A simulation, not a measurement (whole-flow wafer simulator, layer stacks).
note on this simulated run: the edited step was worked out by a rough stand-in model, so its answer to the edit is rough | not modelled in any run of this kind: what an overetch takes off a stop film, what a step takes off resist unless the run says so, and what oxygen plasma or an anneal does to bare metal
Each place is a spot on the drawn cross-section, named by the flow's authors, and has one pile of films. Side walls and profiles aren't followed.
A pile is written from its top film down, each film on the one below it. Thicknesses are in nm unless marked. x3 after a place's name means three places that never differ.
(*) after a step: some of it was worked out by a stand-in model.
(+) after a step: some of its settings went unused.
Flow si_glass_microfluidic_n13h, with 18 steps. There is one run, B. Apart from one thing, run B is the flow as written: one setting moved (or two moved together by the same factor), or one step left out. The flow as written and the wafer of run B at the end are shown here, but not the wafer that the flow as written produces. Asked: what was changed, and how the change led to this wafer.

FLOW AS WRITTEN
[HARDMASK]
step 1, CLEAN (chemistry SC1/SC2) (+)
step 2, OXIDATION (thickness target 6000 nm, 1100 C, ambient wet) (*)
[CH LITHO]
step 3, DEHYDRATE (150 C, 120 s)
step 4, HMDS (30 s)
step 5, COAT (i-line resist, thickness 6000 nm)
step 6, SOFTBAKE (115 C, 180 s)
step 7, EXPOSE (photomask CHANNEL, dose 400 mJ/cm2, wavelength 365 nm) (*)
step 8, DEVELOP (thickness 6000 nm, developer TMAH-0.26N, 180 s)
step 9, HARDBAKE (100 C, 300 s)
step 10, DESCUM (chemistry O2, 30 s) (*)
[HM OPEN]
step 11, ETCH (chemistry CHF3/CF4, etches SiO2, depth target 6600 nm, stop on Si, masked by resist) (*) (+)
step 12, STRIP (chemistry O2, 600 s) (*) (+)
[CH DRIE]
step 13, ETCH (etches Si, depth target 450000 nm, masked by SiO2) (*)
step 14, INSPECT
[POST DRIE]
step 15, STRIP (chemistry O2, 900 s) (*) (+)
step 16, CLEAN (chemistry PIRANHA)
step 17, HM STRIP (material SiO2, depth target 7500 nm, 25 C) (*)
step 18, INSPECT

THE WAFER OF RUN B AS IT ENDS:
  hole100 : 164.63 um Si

Cause: step 13, ETCH: depth target 371200 nm was run, whereas the flow has depth target 450000 nm.

The path from the change to this, step by step:
  step 13, ETCH (etches Si, depth target 450000 nm, masked by SiO2) (*)
      land: SiO2 loses 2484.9 (as written it would have been: SiO2 loses 3004.3)
      hole100: chemical SiO2 loses 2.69 (all of it), Si loses 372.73 um (as written it would have been: chemical SiO2 loses 2.69 (all of it), Si loses 450.64 um)
  step 17, HM STRIP (material SiO2, depth target 7500 nm, 25 C) (*)
      land: SiO2 loses 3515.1 (all of it) (as written it would have been: SiO2 loses 2995.7 (all of it))
